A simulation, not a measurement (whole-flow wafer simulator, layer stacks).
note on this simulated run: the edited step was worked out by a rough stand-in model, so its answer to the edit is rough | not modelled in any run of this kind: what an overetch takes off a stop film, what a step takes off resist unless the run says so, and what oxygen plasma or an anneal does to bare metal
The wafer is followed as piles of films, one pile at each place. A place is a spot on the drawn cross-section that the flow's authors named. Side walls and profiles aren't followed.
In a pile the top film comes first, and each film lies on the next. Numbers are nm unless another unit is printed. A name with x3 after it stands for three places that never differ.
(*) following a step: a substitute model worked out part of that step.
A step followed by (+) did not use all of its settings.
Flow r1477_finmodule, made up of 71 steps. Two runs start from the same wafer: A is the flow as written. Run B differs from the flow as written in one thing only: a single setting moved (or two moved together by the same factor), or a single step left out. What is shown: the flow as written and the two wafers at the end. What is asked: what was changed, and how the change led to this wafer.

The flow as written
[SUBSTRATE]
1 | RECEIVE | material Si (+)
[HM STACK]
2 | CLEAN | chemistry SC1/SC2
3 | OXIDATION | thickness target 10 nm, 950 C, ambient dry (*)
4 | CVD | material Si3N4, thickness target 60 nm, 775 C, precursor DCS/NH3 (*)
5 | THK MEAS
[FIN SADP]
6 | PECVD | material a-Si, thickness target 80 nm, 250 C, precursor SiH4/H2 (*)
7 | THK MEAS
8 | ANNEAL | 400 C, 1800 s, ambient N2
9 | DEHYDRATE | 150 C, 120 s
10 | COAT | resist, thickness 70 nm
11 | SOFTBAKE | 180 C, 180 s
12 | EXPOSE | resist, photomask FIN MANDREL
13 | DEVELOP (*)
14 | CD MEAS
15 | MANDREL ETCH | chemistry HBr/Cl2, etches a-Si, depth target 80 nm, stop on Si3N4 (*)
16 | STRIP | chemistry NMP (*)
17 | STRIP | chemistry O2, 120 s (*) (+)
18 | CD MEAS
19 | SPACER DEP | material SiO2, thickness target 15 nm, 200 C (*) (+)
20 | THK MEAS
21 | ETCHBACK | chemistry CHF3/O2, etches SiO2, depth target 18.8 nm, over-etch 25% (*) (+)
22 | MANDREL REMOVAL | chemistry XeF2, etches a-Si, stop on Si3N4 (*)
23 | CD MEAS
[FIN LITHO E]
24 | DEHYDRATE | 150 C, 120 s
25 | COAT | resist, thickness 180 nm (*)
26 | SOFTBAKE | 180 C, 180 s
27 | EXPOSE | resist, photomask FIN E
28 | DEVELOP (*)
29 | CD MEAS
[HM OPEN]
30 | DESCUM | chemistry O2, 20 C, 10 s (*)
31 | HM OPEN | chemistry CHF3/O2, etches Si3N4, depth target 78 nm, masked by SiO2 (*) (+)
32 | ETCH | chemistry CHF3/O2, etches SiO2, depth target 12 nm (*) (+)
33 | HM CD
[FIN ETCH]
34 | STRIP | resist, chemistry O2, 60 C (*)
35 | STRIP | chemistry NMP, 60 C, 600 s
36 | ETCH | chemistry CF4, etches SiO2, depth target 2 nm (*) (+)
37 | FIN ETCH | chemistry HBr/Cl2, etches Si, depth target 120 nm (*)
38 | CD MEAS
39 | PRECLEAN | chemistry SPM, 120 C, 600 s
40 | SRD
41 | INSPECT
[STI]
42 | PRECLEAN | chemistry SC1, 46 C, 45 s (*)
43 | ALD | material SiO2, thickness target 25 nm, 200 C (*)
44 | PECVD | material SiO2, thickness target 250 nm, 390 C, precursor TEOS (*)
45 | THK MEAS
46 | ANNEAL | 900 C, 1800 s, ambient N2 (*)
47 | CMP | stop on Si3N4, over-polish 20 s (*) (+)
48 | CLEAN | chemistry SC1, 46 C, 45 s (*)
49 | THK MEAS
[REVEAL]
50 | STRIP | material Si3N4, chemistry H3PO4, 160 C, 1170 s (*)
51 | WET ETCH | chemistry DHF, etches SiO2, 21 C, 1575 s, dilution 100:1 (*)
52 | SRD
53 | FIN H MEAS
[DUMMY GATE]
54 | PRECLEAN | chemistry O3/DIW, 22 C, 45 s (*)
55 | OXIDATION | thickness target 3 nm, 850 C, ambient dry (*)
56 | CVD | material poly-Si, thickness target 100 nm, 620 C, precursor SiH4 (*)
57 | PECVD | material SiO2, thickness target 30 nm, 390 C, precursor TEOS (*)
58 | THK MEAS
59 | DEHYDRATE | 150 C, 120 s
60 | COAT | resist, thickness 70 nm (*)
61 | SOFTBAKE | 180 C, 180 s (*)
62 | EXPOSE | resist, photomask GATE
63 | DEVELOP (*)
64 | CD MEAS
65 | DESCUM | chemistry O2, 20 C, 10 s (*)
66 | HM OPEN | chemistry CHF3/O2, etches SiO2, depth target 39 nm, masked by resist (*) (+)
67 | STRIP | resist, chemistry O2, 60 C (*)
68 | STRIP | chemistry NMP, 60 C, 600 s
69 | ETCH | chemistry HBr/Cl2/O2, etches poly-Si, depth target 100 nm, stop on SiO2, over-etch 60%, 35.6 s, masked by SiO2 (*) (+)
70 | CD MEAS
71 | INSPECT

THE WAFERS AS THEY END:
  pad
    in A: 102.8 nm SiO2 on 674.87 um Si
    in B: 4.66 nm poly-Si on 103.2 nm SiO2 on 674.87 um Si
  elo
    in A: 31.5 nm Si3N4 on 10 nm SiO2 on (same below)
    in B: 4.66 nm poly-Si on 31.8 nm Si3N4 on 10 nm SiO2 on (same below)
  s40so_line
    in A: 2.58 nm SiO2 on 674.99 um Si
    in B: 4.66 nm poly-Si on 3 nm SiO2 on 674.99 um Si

What caused this: step 56, CVD: thickness target 167.1 nm was run, though the flow has thickness target 100 nm.

How this came from the change, step by step:
  56 | CVD | material poly-Si, thickness target 100 nm, 620 C, precursor SiH4 (*)
      pad, padg, elg and 26 more: A +100 poly-Si (new film) | B +167.1 poly-Si (new film)
      s40cg, s40co: A +113.9 poly-Si (new film) | B +181.8 poly-Si (new film)
      (as well as at 5 more places)
  67 | STRIP | resist, chemistry O2, 60 C (*)
      s40cg: A -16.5 resist (all of it) | B -15.8 resist (all of it)
      s45cg: A -16.9 resist (all of it) | B -16.1 resist (all of it)
      (as well as at 1 more place)
  69 | ETCH | chemistry HBr/Cl2/O2, etches poly-Si, depth target 100 nm, stop on SiO2, over-etch 60%, 35.6 s, masked by SiO2 (*) (+)
      pad, eso, e40so and 8 more: A -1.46 chemical SiO2 (all of it), -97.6 poly-Si (all of it), -0.42 SiO2 | B -1.46 chemical SiO2 (all of it), -160 poly-Si
      elo, e40lo, e100lo, e200lo: A -1.46 chemical SiO2 (all of it), -97.6 poly-Si (all of it), -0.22 Si3N4 | B -1.46 chemical SiO2 (all of it), -160 poly-Si
      (as well as at 3 more places)
